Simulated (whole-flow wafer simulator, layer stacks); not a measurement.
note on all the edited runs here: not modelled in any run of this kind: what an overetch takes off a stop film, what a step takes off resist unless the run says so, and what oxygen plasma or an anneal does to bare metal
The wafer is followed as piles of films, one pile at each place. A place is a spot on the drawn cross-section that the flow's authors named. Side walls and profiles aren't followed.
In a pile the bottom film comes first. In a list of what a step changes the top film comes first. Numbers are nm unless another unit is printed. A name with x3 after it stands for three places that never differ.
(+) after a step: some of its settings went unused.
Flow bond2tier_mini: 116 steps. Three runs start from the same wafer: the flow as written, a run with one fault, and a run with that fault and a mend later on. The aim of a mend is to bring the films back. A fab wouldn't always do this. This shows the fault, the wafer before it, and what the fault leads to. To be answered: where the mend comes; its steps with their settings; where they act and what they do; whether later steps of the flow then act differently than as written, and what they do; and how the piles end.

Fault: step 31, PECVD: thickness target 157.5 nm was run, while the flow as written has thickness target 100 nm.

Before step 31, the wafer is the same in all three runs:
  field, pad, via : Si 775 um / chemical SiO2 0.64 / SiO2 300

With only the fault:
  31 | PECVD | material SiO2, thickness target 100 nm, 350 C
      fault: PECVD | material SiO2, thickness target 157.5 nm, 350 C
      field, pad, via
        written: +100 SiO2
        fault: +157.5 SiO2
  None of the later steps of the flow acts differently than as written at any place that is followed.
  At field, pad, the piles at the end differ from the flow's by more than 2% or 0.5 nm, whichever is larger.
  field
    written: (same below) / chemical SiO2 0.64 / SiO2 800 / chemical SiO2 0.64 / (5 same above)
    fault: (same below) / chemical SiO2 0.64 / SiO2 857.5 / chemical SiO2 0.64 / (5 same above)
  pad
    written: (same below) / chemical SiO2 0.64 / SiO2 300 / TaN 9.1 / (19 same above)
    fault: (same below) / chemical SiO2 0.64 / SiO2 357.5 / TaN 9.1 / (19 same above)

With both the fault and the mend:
  The mend follows step 36.
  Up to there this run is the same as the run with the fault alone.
  37 | ETCH | chemistry CHF3/CF4-rie, etches SiO2, depth target 157.5 nm (the flow's step 37, as written with depth target 100 nm)
      pad, via
        -157.5 SiO2
      field
        -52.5 KrF resist
  Steps further on in the flow that do not act as written (not shown: 1 more step that differs only slightly, by at most 2% or 0.5 nm, whichever is larger):
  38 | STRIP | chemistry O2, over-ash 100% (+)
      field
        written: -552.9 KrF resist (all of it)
        mend: -533.8 KrF resist (all of it)
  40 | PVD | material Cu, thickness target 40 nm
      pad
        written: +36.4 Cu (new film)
        mend: +34.5 Cu (new film)
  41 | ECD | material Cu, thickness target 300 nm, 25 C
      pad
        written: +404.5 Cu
        mend: +464.4 Cu
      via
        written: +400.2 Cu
        mend: +458.1 Cu
  At field, pad, the piles at the end differ from the flow's by more than 2% or 0.5 nm, whichever is larger.
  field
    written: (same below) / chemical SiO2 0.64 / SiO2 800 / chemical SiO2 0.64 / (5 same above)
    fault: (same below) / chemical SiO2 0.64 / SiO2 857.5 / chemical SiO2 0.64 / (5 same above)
    mend: (same below) / chemical SiO2 0.64 / SiO2 857.5 / chemical SiO2 0.64 / (5 same above)
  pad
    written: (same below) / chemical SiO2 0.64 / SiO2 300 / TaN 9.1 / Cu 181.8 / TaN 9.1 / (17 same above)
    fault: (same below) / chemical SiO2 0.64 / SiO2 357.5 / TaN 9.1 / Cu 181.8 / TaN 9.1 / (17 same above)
    mend: (same below) / chemical SiO2 0.64 / SiO2 300 / TaN 8.62 / Cu 239.8 / TaN 9.1 / (17 same above)
